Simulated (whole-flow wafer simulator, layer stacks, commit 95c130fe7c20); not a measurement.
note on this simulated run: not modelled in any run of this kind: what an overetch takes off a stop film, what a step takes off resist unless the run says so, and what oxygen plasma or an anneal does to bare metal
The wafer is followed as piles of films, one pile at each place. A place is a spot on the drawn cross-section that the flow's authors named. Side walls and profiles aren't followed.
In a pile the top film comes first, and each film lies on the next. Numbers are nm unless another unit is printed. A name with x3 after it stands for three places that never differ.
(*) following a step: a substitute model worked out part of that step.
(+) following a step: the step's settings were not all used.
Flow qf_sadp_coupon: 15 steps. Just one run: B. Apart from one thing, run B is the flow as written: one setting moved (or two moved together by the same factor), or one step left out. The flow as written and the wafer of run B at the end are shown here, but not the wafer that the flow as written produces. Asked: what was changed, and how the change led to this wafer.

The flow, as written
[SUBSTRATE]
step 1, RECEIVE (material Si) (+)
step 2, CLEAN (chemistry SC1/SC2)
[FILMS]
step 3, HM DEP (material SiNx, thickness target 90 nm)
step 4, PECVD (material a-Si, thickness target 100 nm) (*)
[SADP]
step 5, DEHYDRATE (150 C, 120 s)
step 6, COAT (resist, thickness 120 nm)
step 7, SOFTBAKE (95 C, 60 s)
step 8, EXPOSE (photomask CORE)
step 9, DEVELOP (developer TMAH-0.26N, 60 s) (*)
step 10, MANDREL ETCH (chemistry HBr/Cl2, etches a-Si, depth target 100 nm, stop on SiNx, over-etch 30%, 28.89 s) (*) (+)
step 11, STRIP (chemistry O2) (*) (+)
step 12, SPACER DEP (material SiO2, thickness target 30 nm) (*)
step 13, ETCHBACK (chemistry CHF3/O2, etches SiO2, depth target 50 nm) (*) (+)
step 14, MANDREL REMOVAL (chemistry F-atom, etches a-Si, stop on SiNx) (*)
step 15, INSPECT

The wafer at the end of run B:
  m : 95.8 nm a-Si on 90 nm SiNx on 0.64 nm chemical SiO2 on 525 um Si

What caused this: step 14, MANDREL REMOVAL: chemistry F-atom, etches a-Si, stop on SiNx (*), was omitted.

How this came from the change, step by step:
  (no step that both runs have acts differently)
